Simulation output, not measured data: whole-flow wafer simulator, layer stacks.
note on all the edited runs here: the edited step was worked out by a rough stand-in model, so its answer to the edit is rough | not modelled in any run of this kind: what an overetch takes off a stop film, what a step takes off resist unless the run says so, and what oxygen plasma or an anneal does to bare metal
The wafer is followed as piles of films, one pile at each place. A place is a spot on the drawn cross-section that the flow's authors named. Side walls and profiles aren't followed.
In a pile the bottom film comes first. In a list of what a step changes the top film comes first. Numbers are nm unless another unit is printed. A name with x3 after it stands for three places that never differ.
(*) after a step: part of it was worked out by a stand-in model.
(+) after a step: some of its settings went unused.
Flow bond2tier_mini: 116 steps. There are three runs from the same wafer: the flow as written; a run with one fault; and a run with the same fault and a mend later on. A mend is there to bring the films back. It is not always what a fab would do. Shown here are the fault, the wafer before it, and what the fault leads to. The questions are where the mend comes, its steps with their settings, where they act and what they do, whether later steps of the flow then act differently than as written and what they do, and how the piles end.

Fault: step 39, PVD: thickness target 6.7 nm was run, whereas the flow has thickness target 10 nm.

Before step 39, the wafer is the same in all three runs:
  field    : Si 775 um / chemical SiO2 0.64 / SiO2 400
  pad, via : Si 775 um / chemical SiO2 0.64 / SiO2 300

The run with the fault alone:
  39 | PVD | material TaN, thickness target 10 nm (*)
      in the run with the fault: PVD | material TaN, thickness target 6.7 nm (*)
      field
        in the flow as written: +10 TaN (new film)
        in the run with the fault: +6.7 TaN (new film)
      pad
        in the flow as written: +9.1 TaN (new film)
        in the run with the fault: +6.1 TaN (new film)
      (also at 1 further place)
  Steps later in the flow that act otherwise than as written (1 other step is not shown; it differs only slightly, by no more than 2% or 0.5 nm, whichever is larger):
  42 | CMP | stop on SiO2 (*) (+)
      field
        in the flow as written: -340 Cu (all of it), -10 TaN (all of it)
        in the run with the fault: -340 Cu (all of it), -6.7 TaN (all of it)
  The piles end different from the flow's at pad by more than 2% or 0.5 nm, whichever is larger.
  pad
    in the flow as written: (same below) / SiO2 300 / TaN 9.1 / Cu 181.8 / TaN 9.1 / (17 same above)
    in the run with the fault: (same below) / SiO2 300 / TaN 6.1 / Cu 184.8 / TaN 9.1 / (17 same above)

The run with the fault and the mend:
  The mend stands after step 39.
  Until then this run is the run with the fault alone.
  39a | PVD | material TaN, thickness target 3.3 nm (*) (the flow's step 39, run once more with other settings)
      field
        +3.3 TaN
      pad
        +3 TaN
      via
        +3.29 TaN
  None of the later steps of the flow acts differently than as written at any place that is followed.
  At every place that both follow, the piles at the end match the flow's.
